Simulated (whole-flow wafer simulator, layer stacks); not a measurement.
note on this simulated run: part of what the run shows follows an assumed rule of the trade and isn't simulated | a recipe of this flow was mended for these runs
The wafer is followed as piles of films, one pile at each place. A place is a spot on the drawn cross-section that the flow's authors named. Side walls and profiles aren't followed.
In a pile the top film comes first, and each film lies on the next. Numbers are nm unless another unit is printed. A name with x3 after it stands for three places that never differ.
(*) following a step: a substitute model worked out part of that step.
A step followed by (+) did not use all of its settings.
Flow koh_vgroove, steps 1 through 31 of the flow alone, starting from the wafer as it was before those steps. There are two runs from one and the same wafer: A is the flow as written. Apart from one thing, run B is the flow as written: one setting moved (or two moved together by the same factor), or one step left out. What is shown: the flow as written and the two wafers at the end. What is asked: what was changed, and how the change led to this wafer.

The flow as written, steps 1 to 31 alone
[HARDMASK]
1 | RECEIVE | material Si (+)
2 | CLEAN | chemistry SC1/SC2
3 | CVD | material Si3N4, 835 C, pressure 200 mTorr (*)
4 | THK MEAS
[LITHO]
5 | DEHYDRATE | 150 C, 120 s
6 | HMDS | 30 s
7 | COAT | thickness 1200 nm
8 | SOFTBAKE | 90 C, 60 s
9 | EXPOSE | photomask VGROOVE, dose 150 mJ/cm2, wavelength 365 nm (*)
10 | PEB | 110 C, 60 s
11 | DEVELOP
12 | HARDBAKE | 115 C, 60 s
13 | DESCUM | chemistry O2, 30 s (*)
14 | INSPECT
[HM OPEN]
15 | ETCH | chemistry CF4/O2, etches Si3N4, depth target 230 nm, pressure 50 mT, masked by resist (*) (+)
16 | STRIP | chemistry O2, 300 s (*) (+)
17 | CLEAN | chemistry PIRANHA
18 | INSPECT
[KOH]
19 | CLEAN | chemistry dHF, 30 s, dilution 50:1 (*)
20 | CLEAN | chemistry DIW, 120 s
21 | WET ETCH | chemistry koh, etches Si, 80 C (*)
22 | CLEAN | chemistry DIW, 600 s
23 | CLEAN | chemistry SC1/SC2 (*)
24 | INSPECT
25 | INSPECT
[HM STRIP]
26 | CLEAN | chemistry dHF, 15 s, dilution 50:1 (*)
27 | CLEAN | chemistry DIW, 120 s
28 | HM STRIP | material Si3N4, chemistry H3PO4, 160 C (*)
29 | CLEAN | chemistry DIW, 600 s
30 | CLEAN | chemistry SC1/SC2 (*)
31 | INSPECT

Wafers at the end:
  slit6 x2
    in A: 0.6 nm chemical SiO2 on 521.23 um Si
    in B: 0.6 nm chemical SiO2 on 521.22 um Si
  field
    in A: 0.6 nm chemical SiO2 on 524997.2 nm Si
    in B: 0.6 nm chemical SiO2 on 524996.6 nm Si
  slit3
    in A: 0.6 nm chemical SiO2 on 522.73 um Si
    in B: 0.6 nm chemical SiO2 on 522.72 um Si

The reason: step 3, CVD: pressure 174 mTorr was run, while the flow as written has pressure 200 mTorr.

The path from the change to this, step by step:
  3 | CVD | material Si3N4, 835 C, pressure 200 mTorr (*)
      field, slit3, slit2, slit6 x2: A +200 Si3N4 (new film) | B +187.1 Si3N4 (new film)
  15 | ETCH | chemistry CF4/O2, etches Si3N4, depth target 230 nm, pressure 50 mT, masked by resist (*) (+)
      slit3, slit2, slit6 x2: A -200 Si3N4 (all of it), -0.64 chemical SiO2 (all of it), -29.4 Si | B -187.1 Si3N4 (all of it), -0.64 chemical SiO2 (all of it), -42.2 Si
  28 | HM STRIP | material Si3N4, chemistry H3PO4, 160 C (*)
      field: A -198.7 Si3N4 (all of it), -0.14 chemical SiO2, -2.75 Si | B -185.9 Si3N4 (all of it), -0.14 chemical SiO2, -3.39 Si
